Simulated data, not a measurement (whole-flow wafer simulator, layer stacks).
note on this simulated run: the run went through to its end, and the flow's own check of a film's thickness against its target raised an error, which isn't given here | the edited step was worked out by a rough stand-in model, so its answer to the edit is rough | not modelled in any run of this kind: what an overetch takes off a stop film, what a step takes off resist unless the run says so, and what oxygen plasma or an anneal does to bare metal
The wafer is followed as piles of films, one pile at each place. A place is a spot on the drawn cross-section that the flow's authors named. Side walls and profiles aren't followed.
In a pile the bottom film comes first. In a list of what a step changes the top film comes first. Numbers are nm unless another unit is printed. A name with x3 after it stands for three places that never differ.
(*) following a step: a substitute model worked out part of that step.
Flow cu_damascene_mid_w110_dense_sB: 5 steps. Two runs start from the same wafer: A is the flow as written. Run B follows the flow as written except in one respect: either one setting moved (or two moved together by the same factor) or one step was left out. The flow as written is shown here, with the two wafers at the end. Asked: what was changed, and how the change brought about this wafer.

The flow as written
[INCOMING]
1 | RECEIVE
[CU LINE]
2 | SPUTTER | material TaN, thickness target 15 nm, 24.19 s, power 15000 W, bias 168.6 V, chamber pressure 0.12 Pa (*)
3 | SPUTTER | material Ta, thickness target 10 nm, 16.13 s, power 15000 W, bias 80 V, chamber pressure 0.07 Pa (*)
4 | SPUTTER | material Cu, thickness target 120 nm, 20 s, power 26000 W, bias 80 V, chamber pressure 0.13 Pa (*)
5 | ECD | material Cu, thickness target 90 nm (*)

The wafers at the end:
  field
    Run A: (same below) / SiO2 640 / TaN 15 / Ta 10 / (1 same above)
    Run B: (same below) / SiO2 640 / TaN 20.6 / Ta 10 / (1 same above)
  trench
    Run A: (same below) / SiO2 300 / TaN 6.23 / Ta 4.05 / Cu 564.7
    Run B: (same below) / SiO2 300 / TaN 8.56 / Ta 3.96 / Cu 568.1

What caused this: step 2, SPUTTER: thickness target 20.6 nm was run, though the flow has thickness target 15 nm; step 2, SPUTTER: 33.26 s was run, where the flow has 24.19 s.
The wafer lets one read it off: field has TaN 20.6, and step 2 as written asks for 15 nm.

The path from the change to this, step by step:
  2 | SPUTTER | material TaN, thickness target 15 nm, 24.19 s, power 15000 W, bias 168.6 V, chamber pressure 0.12 Pa (*)
      field: A +15 TaN (new film) | B +20.6 TaN (new film)
      trench: A +6.23 TaN (new film) | B +8.56 TaN (new film)
